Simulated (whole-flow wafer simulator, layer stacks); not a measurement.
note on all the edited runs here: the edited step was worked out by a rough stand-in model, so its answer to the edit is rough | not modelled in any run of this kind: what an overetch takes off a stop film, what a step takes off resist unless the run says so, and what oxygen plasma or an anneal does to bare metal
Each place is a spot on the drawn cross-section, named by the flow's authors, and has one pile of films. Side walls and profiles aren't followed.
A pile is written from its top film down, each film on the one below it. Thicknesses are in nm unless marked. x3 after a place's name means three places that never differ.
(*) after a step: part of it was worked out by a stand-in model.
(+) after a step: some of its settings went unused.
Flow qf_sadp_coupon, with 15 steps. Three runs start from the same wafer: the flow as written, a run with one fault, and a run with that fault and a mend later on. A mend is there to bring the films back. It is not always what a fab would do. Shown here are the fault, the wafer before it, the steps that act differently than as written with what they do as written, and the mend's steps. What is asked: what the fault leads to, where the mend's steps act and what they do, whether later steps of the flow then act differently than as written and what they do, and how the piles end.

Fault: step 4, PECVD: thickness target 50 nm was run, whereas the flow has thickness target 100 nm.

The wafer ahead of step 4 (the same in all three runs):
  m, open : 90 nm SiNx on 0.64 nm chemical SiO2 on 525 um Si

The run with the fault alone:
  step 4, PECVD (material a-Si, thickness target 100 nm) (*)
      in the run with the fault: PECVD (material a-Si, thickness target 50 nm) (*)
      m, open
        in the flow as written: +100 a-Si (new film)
        in the run with the fault: +50 a-Si (new film)
  Steps further on in the flow that do not act as written:
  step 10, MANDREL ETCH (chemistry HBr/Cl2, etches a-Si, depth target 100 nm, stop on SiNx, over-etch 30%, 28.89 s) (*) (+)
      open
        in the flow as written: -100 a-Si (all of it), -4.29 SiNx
        in the run with the fault: -50 a-Si (all of it), -11.4 SiNx
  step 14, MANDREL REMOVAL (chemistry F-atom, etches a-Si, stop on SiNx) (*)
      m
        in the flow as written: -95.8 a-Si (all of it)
        in the run with the fault: -45.8 a-Si (all of it)
  The piles end different from the flow's at open by more than 2% or 0.5 nm, whichever is larger.
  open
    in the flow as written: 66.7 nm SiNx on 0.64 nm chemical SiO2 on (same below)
    in the run with the fault: 59.5 nm SiNx on 0.64 nm chemical SiO2 on (same below)

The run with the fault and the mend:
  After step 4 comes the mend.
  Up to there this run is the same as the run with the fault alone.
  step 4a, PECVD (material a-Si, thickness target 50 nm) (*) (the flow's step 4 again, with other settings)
      m, open
        +50 a-Si
  None of the later steps of the flow acts differently than as written at any place that is followed.
  The piles end the same as the flow's at every place that both follow.
